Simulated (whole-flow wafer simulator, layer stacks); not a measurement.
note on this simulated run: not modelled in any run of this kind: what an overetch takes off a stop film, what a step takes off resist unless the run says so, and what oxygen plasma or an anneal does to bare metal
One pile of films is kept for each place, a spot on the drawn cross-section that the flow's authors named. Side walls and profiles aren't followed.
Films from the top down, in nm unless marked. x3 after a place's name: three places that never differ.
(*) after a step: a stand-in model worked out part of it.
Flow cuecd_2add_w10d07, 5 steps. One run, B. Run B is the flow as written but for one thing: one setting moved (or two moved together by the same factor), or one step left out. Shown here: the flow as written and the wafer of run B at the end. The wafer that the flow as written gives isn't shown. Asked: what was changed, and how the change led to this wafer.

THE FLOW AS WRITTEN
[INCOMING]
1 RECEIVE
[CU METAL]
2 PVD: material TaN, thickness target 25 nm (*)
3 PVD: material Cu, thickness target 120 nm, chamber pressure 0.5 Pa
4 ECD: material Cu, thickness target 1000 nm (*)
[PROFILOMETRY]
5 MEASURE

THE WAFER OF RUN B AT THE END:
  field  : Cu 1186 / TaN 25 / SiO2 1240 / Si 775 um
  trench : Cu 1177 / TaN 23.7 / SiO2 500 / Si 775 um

The cause: step 3, PVD: thickness target 186 nm was run, where the flow has thickness target 120 nm.

How the change led to this, step by step:
  3 PVD: material Cu, thickness target 120 nm, chamber pressure 0.5 Pa
      field: Cu +186 (new film) (as written it would be: Cu +120 (new film))
      trench: Cu +177 (new film) (as written it would be: Cu +114 (new film))
